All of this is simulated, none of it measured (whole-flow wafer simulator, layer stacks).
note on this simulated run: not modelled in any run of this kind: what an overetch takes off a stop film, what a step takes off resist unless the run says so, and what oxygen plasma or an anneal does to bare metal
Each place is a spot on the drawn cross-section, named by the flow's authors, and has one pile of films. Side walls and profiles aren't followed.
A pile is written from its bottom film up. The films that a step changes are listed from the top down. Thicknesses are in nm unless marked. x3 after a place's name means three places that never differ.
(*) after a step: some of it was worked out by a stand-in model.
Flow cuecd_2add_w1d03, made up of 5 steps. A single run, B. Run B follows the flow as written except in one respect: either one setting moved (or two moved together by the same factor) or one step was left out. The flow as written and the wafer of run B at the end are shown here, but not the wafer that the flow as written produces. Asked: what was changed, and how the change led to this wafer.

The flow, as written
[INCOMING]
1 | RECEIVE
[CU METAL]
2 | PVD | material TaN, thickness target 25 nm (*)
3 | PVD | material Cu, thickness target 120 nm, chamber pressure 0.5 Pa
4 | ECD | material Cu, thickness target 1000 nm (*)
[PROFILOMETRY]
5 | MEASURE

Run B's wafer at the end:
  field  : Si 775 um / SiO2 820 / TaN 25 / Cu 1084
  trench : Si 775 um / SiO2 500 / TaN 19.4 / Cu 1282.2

Cause: step 3, PVD: thickness target 84 nm was run, though the flow has thickness target 120 nm.

Step by step, how the change led to this:
  3 | PVD | material Cu, thickness target 120 nm, chamber pressure 0.5 Pa
      field: Cu gains 84 (new film) (as written it would have been: Cu gains 120 (new film))
      trench: Cu gains 65.5 (new film) (as written it would have been: Cu gains 93.4 (new film))
